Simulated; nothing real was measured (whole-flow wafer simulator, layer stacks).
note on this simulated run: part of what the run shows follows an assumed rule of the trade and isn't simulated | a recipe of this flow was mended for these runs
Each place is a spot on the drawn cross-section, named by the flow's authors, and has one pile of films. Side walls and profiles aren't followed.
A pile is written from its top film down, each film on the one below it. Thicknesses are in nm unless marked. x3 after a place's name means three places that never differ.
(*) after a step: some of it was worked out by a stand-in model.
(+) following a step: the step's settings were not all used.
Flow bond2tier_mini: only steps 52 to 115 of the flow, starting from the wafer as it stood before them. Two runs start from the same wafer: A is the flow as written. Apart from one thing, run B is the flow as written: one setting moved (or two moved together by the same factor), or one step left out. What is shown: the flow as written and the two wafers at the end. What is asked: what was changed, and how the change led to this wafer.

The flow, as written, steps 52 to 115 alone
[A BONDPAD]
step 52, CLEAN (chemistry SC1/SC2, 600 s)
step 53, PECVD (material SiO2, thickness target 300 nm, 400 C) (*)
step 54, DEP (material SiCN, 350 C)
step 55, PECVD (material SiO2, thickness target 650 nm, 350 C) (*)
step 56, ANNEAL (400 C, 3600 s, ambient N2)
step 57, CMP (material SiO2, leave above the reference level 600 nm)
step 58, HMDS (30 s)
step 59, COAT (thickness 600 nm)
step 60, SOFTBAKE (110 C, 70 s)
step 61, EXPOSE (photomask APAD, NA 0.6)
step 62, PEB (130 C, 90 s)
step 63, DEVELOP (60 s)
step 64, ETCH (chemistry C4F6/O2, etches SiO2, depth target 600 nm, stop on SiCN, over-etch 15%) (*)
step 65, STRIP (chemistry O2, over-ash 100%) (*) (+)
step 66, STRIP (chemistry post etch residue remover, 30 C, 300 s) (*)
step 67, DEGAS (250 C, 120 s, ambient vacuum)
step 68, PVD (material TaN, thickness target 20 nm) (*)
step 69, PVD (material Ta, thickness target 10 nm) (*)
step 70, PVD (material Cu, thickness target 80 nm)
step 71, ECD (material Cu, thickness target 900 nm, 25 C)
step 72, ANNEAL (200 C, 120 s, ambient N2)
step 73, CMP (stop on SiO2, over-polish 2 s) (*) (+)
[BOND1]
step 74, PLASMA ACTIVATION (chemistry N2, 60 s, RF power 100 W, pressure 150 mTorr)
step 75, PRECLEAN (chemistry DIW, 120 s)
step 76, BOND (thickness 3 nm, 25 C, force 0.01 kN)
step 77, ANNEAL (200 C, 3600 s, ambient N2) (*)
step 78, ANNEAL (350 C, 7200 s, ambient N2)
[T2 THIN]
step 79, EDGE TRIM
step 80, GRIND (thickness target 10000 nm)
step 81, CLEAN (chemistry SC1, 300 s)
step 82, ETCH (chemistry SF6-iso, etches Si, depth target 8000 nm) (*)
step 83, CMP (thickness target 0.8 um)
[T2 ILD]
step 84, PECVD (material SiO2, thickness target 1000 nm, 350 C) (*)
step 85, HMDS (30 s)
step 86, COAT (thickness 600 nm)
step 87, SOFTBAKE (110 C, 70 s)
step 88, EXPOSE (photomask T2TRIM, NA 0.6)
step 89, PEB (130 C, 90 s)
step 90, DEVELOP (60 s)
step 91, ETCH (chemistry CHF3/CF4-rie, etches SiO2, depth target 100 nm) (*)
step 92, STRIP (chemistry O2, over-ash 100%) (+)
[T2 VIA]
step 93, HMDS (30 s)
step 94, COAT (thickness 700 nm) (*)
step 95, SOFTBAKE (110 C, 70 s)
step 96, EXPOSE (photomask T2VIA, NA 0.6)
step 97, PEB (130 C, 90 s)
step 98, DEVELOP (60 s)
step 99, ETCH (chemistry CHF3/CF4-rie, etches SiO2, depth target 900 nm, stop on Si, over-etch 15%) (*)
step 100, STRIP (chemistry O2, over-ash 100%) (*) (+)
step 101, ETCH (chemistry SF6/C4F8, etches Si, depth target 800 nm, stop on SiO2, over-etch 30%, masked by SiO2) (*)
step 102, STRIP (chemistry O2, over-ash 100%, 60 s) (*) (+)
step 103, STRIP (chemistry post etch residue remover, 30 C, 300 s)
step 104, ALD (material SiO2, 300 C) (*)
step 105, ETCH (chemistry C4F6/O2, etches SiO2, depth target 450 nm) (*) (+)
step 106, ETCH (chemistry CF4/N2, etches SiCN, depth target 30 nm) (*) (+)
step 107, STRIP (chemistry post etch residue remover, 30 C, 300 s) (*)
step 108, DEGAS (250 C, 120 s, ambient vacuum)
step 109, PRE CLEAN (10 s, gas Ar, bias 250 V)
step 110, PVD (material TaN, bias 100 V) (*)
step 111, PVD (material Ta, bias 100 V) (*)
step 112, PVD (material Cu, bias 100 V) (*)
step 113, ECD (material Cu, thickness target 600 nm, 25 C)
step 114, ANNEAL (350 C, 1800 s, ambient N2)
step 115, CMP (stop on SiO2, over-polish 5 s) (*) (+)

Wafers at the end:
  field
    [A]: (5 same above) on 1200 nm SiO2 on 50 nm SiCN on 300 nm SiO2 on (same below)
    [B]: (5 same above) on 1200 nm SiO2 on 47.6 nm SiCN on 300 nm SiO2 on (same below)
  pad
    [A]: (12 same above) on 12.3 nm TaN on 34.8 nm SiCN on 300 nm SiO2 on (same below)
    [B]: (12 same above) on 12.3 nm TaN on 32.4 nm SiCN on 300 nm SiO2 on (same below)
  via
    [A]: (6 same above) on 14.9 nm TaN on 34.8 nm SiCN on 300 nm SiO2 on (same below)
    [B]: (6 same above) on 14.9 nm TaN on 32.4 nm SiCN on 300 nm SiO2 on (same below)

Cause: step 54, DEP: 362 C was run, though the flow has 350 C.

Step by step, how the change led to this:
  step 54, DEP (material SiCN, 350 C)
      field, pad, via: A SiCN gains 50 (new film) | B SiCN gains 47.6 (new film)
